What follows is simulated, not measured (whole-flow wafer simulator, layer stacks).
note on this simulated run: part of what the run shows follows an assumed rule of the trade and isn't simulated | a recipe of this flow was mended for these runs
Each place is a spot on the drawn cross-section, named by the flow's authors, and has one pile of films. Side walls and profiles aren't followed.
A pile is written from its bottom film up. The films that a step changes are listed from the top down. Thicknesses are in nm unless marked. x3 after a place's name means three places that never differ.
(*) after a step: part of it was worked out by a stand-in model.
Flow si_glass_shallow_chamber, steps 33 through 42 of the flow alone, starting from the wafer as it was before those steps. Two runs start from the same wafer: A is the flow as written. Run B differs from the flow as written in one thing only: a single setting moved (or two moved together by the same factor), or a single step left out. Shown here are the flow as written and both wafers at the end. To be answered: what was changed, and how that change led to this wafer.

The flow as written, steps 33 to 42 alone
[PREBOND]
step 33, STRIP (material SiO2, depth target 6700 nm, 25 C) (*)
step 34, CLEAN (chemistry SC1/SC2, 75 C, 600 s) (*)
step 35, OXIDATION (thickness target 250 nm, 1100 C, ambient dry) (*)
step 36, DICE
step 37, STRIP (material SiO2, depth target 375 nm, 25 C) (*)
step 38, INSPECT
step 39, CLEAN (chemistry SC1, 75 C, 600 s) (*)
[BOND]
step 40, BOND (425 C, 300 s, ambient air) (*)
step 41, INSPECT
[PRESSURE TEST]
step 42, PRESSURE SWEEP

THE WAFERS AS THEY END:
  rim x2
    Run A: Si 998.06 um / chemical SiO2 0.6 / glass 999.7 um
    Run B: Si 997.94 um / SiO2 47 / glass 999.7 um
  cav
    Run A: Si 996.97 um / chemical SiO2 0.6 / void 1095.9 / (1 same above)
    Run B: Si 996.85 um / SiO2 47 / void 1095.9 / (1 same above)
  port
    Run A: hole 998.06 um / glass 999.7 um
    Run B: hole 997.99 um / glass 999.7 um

What caused this: step 35, OXIDATION: thickness target 537.5 nm was run, whereas the flow has thickness target 250 nm.

How this came from the change, step by step:
  step 35, OXIDATION (thickness target 250 nm, 1100 C, ambient dry) (*)
      rim x2, cav, septum, ring: A SiO2 gains 250 (new film), chemical SiO2 loses 0.6 (all of it), Si loses 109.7 | B SiO2 gains 537.5 (new film), chemical SiO2 loses 0.6 (all of it), Si loses 236.2
  step 37, STRIP (material SiO2, depth target 375 nm, 25 C) (*)
      rim x2, cav, septum, ring: A SiO2 loses 250 (all of it) | B SiO2 loses 487.5
  step 39, CLEAN (chemistry SC1, 75 C, 600 s) (*)
      rim x2, cav, septum, ring: A chemical SiO2 gains 0.6 (new film), Si loses 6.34 | B SiO2 loses 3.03
  step 40, BOND (425 C, 300 s, ambient air) (*)
      port: A glass gains 999.7 um (new film), hole gains 1017.3 | B glass gains 999.7 um (new film), hole gains 943.5
